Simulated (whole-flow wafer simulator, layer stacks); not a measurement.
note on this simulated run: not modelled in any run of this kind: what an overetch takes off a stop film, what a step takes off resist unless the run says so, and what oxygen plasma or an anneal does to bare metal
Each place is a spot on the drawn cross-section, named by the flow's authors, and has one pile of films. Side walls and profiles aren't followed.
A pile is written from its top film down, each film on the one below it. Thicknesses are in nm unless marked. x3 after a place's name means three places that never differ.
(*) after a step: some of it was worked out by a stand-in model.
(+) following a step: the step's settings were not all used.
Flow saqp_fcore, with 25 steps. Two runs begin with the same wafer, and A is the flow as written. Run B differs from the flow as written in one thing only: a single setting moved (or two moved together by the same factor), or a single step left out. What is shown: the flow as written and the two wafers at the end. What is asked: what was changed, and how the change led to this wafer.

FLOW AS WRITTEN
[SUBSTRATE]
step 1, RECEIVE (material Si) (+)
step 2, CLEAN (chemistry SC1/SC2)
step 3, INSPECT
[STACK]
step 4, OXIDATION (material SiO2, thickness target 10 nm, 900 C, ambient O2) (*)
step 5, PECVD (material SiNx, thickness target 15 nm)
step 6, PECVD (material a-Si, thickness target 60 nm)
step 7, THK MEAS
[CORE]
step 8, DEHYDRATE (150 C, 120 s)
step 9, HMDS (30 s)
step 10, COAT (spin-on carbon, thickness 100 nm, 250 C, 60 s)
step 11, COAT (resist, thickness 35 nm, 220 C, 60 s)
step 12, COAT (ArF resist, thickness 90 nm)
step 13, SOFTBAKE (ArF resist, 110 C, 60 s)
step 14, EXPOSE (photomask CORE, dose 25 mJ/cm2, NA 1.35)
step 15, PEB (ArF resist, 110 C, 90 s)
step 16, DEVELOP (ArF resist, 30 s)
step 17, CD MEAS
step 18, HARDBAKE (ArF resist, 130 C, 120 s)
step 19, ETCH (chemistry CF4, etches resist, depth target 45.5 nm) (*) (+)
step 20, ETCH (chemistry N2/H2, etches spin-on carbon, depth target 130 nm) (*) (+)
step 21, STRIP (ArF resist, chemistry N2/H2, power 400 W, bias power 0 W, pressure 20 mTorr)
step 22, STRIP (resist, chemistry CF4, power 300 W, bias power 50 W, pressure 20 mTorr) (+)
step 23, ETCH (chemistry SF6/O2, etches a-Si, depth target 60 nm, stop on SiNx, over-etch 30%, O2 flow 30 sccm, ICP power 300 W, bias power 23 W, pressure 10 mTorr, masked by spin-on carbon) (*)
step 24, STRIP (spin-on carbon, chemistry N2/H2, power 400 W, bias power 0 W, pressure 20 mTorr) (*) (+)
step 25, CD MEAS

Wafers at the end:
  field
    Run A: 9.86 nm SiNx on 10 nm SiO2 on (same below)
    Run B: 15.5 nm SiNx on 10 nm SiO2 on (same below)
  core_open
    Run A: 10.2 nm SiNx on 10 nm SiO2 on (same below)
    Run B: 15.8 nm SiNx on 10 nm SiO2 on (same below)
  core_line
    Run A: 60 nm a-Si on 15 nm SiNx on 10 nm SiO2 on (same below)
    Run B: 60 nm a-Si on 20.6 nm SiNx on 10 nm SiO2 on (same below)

Cause: step 5, PECVD: thickness target 20.6 nm was run, though the flow has thickness target 15 nm.
The wafer itself shows it: core_line has SiNx 20.6, and step 5 as written asks for 15 nm.

The path from the change to this, step by step:
  step 5, PECVD (material SiNx, thickness target 15 nm)
      field, core_open, core_line: A SiNx gains 15 (new film) | B SiNx gains 20.6 (new film)
